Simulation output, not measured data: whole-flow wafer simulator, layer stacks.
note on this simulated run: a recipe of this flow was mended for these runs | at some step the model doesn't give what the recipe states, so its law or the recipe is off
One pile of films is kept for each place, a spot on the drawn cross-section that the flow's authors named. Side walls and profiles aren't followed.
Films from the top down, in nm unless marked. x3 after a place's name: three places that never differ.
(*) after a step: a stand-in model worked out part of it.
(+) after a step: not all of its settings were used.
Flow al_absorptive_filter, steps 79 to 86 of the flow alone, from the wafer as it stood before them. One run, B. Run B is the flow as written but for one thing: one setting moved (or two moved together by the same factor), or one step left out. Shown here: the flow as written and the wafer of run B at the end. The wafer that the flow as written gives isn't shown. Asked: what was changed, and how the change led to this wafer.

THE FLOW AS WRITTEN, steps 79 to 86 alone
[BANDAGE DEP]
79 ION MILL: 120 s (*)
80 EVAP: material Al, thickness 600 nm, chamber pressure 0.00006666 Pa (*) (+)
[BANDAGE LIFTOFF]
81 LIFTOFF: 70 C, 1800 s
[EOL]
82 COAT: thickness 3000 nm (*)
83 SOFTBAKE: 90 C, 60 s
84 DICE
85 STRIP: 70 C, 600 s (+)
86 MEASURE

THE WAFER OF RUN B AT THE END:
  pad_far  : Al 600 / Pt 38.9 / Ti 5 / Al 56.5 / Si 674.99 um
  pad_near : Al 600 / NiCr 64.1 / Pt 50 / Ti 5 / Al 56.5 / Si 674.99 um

The cause: step 79, ION MILL: 91 s was run, where the flow has 120 s.

How the change led to this, step by step:
  79 ION MILL: 120 s (*)
      gnd, ledge, res and 9 more: i-line-resist -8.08 (as written it would be: i-line-resist -10.7)
      pad_far: Pt -11.1 (as written it would be: Pt -14.7)
      (and at 1 more place)
